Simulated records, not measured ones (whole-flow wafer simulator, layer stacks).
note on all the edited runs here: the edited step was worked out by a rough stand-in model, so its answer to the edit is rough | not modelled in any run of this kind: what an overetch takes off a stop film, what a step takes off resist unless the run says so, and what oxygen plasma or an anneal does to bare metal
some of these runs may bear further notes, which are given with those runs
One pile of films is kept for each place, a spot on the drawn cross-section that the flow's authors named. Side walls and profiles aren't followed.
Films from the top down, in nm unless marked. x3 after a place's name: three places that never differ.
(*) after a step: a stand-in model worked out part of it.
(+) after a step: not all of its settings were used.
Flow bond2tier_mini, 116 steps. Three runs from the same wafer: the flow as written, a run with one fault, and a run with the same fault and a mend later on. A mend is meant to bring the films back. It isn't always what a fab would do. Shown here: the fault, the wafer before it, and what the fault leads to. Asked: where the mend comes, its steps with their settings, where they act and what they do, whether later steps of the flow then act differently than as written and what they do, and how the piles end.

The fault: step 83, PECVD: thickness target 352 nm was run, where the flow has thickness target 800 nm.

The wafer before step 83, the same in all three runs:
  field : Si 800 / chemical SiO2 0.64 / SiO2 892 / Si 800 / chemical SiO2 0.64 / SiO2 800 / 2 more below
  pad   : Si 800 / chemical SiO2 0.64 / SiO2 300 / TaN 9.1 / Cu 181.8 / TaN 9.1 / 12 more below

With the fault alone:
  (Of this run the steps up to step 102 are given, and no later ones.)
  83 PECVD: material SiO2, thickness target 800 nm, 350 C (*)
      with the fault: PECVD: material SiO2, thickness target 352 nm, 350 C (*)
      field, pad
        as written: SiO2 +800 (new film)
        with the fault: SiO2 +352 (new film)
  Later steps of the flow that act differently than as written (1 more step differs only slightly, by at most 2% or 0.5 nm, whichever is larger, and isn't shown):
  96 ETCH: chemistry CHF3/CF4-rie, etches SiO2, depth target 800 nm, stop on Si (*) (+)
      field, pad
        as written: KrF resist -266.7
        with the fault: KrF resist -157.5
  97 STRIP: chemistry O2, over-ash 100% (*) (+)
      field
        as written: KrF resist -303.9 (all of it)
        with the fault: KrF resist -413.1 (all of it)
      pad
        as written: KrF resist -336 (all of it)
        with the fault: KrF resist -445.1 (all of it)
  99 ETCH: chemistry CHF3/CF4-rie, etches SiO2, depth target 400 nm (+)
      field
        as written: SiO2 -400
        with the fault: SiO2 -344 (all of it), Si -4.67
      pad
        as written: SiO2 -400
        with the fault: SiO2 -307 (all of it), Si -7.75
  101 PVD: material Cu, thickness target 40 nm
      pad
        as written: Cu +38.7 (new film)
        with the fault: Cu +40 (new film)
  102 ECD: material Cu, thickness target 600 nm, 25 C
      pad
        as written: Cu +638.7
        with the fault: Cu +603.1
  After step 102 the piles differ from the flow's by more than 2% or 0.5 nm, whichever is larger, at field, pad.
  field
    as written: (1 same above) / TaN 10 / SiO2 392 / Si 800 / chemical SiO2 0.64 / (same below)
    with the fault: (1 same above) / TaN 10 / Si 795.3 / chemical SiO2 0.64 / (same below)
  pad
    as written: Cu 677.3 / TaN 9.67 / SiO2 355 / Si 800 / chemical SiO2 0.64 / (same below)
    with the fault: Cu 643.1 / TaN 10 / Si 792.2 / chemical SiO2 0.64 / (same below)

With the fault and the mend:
  The mend comes after step 83.
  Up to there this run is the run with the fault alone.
  83a PECVD: material SiO2, thickness target 448 nm, 350 C (*) (the flow's step 83 once more, with other settings)
      field, pad
        SiO2 +448
  No later step of the flow acts differently than as written at any place that is followed.
  At the end the piles are the same as the flow's at every place that both follow.
